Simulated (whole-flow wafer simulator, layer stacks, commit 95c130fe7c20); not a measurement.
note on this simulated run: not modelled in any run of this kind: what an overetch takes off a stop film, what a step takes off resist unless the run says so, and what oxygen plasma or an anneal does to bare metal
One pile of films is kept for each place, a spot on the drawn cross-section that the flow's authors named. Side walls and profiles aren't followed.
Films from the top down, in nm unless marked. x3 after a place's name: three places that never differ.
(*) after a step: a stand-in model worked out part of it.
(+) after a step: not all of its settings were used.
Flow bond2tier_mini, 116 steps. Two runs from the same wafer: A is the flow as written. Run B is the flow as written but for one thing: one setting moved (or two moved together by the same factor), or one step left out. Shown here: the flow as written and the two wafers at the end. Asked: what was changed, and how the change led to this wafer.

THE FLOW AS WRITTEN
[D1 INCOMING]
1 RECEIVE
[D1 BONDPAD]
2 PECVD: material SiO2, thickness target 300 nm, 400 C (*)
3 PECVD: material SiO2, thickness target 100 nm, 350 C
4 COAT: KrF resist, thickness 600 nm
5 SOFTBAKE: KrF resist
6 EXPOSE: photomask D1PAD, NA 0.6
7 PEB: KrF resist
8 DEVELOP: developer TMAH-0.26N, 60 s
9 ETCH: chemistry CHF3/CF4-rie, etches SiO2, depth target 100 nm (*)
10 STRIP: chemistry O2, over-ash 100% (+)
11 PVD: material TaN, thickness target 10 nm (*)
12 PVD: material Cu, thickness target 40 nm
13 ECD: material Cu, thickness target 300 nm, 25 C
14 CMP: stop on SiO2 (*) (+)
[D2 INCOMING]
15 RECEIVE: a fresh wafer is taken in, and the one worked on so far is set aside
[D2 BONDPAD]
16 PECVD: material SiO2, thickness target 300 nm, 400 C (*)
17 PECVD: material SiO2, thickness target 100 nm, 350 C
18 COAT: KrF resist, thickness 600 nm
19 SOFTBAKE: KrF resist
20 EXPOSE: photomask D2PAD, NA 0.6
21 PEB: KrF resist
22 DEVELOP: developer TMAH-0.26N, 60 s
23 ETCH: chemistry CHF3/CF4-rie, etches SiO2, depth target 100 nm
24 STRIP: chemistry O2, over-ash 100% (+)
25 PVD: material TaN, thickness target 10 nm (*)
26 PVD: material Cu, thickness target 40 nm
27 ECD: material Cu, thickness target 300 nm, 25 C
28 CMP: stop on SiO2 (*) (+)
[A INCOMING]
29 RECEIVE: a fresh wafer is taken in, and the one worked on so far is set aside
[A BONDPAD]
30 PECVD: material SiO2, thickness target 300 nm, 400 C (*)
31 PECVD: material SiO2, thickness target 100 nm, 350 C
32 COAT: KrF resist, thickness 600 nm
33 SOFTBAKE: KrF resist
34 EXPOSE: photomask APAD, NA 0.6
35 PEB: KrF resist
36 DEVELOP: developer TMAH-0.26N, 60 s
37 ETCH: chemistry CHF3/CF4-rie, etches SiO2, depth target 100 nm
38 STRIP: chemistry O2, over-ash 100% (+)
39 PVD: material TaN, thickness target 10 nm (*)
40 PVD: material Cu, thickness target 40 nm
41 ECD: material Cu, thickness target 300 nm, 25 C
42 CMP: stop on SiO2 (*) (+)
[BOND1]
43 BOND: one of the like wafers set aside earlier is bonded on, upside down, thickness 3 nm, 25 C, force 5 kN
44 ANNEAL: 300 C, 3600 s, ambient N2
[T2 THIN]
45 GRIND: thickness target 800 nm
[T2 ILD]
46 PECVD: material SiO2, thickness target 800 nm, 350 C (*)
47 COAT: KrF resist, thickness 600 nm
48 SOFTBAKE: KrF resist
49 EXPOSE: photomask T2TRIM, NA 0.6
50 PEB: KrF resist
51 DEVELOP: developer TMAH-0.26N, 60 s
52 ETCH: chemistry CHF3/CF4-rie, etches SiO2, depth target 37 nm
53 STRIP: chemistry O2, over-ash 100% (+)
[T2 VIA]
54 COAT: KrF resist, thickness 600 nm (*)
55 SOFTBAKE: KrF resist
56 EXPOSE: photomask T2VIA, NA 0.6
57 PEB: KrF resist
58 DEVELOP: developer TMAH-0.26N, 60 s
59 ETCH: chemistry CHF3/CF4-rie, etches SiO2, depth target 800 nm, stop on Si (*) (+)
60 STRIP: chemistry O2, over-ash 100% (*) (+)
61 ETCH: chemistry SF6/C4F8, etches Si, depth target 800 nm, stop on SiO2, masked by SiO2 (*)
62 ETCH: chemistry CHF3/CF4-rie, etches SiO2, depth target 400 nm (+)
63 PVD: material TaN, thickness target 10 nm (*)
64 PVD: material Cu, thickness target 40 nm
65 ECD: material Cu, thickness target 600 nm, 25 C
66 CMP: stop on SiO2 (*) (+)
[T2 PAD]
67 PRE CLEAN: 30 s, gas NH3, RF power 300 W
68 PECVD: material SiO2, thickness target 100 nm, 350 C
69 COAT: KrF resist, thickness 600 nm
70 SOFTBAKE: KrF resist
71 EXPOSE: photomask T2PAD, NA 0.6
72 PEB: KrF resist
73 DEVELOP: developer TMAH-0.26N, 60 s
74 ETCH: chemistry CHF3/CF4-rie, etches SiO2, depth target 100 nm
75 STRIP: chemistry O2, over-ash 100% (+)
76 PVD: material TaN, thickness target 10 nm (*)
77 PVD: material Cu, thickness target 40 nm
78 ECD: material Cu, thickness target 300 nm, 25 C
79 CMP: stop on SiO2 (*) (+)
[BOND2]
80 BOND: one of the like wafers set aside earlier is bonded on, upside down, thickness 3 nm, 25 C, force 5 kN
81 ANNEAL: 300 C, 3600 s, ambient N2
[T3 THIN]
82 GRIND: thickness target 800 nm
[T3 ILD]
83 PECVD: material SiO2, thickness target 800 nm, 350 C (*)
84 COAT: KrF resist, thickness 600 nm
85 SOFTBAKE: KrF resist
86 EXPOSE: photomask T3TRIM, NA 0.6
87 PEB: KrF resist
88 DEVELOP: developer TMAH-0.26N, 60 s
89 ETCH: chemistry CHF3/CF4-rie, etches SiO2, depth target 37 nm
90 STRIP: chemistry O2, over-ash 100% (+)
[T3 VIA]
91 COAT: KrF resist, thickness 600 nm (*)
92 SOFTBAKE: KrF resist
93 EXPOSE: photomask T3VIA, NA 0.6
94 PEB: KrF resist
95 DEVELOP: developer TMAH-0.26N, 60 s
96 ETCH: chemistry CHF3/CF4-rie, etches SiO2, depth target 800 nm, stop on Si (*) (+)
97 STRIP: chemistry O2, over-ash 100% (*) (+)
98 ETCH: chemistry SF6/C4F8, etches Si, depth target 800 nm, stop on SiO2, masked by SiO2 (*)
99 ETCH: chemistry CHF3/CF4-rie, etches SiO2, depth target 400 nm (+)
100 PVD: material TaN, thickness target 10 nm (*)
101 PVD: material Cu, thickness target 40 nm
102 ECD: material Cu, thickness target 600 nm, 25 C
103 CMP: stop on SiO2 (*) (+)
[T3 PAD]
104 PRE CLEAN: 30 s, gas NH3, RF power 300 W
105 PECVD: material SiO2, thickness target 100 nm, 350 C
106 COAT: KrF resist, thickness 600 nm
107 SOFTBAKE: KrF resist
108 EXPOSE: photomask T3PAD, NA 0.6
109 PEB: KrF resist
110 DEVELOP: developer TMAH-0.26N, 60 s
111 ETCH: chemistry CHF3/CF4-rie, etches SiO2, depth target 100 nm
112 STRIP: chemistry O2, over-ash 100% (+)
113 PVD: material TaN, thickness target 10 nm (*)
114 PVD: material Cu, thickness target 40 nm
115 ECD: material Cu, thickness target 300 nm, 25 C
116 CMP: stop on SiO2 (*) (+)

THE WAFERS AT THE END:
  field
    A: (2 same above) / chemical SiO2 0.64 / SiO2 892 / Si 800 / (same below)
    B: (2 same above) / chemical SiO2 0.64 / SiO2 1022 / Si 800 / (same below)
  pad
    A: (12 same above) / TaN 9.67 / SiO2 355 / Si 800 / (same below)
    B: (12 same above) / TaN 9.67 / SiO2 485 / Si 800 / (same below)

The cause: step 62, ETCH: depth target 270 nm was run, where the flow has depth target 400 nm.

How the change led to this, step by step:
  62 ETCH: chemistry CHF3/CF4-rie, etches SiO2, depth target 400 nm (+)
      field, pad: A SiO2 -400 | B SiO2 -270
